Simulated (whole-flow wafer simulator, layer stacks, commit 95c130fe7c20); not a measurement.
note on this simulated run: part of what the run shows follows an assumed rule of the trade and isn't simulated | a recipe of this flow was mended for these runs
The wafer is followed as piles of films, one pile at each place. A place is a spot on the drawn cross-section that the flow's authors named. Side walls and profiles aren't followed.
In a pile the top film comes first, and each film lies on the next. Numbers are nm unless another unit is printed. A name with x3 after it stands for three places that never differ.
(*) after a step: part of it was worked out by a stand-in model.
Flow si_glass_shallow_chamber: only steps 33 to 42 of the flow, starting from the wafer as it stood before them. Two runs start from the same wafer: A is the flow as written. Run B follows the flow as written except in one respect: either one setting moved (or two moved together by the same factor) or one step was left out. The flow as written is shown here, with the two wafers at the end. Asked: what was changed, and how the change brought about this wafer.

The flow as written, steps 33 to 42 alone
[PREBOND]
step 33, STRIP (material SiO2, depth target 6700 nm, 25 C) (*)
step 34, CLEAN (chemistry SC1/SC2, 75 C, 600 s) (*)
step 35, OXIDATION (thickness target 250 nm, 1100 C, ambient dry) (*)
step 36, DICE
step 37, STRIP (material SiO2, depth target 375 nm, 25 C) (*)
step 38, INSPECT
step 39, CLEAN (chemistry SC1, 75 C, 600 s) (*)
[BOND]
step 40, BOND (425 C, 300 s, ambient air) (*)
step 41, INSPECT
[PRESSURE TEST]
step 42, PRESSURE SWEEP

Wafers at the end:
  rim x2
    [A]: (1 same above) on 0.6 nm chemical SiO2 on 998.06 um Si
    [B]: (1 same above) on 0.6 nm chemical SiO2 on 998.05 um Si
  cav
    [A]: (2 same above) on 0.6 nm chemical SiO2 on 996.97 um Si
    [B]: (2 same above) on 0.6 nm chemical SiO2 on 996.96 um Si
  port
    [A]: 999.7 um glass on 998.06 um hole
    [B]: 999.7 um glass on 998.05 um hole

The reason: step 35, OXIDATION: 1123 C was run, while the flow as written has 1100 C.

The path from the change to this, step by step:
  step 35, OXIDATION (thickness target 250 nm, 1100 C, ambient dry) (*)
      rim x2, cav, septum, ring: A SiO2 gains 250 (new film), chemical SiO2 loses 0.6 (all of it), Si loses 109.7 | B SiO2 gains 277.9 (new film), chemical SiO2 loses 0.6 (all of it), Si loses 122
  step 37, STRIP (material SiO2, depth target 375 nm, 25 C) (*)
      rim x2, cav, septum, ring: A SiO2 loses 250 (all of it) | B SiO2 loses 277.9 (all of it)
